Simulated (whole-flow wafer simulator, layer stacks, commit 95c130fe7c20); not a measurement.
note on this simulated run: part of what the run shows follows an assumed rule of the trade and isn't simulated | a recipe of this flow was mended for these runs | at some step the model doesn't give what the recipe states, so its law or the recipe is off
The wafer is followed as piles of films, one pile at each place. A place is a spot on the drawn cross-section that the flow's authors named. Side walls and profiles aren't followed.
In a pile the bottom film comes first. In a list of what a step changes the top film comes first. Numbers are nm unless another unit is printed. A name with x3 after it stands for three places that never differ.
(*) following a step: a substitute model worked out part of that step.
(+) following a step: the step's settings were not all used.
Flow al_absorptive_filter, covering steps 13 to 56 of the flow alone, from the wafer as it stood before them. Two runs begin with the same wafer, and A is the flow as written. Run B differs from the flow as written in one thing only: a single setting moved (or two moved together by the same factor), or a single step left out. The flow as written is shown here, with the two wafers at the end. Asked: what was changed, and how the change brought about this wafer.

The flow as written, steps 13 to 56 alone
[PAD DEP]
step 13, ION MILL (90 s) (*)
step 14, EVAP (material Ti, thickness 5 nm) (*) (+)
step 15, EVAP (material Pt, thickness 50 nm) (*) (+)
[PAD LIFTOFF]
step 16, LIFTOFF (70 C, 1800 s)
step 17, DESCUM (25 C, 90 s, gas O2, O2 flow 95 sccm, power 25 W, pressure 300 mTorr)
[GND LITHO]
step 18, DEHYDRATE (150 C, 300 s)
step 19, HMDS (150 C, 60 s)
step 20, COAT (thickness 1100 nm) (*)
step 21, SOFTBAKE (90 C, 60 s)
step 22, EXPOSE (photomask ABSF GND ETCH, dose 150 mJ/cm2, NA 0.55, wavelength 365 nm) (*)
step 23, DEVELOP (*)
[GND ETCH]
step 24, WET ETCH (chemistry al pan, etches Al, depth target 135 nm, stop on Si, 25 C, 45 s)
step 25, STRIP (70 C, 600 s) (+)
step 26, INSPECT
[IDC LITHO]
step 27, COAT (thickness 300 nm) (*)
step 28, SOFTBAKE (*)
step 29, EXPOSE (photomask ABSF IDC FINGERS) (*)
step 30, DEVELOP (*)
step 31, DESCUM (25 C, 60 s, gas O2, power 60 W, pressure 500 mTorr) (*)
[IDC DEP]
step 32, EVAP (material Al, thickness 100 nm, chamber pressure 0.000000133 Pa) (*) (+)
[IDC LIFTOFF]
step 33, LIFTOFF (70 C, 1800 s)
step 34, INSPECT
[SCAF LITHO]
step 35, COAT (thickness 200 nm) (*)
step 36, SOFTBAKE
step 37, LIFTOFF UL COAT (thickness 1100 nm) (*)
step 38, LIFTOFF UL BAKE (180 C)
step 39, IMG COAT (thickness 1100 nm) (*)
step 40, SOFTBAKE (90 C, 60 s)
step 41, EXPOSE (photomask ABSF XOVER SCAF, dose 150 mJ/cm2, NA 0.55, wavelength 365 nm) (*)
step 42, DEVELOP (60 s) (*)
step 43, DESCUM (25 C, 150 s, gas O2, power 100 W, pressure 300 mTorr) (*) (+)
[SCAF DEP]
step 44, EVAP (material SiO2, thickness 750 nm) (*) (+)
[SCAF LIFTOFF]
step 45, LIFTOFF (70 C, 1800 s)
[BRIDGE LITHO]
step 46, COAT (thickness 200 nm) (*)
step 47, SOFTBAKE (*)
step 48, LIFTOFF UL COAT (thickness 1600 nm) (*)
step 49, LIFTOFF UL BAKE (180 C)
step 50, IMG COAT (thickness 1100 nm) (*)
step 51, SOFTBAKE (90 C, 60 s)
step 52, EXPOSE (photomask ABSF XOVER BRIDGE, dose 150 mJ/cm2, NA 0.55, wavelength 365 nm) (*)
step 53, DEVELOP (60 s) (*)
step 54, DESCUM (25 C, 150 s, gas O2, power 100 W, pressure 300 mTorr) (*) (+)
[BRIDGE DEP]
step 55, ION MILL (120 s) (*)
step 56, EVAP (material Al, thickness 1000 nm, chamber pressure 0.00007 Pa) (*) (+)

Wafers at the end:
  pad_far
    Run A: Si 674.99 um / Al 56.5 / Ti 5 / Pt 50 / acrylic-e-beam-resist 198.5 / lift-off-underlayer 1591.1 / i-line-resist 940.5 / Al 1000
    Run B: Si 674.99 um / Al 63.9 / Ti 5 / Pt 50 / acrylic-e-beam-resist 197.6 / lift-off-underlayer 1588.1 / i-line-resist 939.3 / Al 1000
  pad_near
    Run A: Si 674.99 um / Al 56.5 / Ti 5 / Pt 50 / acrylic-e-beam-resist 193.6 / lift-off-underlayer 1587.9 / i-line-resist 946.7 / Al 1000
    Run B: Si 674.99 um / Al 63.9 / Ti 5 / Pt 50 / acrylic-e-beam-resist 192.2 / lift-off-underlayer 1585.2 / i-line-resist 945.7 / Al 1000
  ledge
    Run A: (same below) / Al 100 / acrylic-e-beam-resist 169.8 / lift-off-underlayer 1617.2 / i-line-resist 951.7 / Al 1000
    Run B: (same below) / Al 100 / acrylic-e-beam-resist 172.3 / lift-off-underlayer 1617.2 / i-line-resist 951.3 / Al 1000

Cause: step 13, ION MILL: 68 s was run, whereas the flow has 90 s.

How this came from the change, step by step:
  step 13, ION MILL (90 s) (*)
      gnd, ledge, res and 9 more: A i-line-resist loses 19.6 | B i-line-resist loses 14.8
      pad_far, pad_near: A Al loses 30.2 | B Al loses 22.8
